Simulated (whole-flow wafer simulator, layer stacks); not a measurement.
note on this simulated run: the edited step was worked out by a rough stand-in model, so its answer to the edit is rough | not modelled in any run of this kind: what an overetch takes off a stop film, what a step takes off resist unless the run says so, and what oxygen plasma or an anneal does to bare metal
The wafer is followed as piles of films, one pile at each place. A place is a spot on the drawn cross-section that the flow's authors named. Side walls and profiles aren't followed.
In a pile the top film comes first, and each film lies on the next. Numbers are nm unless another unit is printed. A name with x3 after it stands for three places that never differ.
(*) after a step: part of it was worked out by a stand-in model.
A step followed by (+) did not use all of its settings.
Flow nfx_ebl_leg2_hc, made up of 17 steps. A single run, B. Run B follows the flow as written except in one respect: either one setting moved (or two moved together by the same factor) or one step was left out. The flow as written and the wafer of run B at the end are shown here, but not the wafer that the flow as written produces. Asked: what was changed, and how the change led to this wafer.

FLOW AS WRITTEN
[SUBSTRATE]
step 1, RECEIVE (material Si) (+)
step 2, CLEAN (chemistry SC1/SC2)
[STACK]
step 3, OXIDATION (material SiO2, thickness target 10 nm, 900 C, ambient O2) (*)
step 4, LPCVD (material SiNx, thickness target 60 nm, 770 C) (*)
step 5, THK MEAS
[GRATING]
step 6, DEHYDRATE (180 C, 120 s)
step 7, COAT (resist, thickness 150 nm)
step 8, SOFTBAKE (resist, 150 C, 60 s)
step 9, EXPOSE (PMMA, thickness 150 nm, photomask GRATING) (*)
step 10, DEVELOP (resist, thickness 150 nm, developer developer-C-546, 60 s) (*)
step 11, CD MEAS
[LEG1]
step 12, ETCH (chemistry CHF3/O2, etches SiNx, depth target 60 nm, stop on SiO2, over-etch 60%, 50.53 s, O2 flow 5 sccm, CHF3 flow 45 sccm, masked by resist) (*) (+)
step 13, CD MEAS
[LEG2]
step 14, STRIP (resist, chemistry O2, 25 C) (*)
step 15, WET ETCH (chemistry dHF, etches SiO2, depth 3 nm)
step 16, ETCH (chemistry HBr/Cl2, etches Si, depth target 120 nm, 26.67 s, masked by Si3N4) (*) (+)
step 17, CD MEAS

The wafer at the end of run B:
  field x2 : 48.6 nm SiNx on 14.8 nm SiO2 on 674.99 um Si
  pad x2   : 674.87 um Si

Cause: step 3, OXIDATION: thickness target 14.8 nm was run, though the flow has thickness target 10 nm.
The wafer itself shows it: field x2 has SiO2 14.8, and step 3 as written asks for 10 nm.

How this came from the change, step by step:
  step 3, OXIDATION (material SiO2, thickness target 10 nm, 900 C, ambient O2) (*)
      field x2, pad x2: SiO2 gains 14.8 (new film), chemical SiO2 loses 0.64 (all of it), Si loses 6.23 (it would be, as written: SiO2 gains 10 (new film), chemical SiO2 loses 0.64 (all of it), Si loses 4.12)
  step 12, ETCH (chemistry CHF3/O2, etches SiNx, depth target 60 nm, stop on SiO2, over-etch 60%, 50.53 s, O2 flow 5 sccm, CHF3 flow 45 sccm, masked by resist) (*) (+)
      pad x2: SiNx loses 60 (all of it), SiO2 loses 14.8 (all of it) (it would be, as written: SiNx loses 60 (all of it), SiO2 loses 10 (all of it))
